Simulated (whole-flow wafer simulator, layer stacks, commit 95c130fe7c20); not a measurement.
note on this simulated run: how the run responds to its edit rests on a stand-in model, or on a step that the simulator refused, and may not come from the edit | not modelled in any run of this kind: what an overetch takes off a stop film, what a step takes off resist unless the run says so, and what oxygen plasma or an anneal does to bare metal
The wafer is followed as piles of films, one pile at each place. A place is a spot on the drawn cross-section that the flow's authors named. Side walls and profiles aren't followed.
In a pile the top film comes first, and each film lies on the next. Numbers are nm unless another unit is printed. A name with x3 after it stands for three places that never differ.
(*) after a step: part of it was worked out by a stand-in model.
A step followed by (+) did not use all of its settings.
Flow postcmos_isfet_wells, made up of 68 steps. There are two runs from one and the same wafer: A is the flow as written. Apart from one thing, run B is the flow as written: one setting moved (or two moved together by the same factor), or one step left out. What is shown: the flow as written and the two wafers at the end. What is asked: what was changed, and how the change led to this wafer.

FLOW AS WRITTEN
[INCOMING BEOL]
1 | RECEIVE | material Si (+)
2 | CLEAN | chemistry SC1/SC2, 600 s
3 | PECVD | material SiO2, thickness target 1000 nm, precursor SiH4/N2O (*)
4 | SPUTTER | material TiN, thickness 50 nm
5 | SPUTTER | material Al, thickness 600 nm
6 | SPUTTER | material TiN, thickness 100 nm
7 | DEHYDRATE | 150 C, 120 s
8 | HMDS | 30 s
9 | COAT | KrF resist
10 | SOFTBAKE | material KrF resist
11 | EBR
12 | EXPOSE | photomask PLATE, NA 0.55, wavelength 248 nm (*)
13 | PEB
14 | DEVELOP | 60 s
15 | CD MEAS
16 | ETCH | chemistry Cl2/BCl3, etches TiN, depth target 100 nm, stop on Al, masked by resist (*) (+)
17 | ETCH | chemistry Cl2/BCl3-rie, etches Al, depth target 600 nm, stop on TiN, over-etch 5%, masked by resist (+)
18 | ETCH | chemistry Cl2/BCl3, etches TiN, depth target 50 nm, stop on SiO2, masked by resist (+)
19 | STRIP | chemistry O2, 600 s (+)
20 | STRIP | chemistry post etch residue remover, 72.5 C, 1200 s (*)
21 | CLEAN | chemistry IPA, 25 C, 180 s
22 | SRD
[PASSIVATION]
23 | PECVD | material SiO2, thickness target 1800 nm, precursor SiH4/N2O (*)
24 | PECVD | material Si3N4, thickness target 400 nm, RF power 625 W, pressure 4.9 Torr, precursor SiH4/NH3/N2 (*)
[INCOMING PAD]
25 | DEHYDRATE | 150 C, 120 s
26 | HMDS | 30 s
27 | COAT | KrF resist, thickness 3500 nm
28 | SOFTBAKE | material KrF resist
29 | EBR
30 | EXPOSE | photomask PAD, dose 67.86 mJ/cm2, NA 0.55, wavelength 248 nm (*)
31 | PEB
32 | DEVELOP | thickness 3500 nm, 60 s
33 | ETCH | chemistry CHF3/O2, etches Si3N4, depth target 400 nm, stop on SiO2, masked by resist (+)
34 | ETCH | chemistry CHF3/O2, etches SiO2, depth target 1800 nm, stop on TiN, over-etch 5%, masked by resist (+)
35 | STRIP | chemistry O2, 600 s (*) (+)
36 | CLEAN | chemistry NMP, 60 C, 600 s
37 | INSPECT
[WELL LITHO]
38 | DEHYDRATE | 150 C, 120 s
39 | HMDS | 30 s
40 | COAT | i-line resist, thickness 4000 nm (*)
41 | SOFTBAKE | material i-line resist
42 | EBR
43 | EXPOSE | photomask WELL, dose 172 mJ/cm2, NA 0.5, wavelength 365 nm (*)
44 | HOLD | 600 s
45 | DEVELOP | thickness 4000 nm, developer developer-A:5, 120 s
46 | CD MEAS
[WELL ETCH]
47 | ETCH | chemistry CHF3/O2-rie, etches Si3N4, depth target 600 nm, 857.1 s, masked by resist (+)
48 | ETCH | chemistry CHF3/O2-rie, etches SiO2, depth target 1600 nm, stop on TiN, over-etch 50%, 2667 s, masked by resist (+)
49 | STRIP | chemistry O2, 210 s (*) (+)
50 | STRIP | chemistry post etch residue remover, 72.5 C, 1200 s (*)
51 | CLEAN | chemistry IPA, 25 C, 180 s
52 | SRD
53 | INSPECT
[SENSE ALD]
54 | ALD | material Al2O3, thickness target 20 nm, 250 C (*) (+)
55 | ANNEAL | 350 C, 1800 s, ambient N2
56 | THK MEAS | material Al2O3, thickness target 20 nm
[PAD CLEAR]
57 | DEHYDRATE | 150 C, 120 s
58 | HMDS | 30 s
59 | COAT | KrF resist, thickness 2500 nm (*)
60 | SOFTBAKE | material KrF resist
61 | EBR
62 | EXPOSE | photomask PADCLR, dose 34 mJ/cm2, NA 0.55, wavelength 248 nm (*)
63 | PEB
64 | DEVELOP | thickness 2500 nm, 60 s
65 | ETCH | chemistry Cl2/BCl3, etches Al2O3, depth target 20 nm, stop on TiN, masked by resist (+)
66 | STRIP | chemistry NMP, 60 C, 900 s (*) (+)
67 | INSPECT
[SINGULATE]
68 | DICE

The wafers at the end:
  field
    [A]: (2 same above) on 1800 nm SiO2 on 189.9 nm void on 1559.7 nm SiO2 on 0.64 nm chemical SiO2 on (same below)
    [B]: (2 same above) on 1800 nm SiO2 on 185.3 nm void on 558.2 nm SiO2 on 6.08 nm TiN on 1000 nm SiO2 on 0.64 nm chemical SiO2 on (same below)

Cause: step 18, ETCH: depth target 43.5 nm was run, while the flow as written has depth target 50 nm.

How this came from the change, step by step:
  18 | ETCH | chemistry Cl2/BCl3, etches TiN, depth target 50 nm, stop on SiO2, masked by resist (+)
      field: A TiN loses 50 (all of it) | B TiN loses 43.5
      margin, well900, well1300 x3, pad_rim, pad_clr, pad_open: A KrF resist loses 20 | B KrF resist loses 17.4
  23 | PECVD | material SiO2, thickness target 1800 nm, precursor SiH4/N2O (*)
      field: A SiO2 gains 1800 (new film), void gains 189.9 (new film), SiO2 gains 559.7 | B SiO2 gains 1800 (new film), void gains 185.3 (new film), SiO2 gains 558.2 (new film)
Taking metal films that touch as one body, field has 1 body; the flow as written gives 0 bodies.
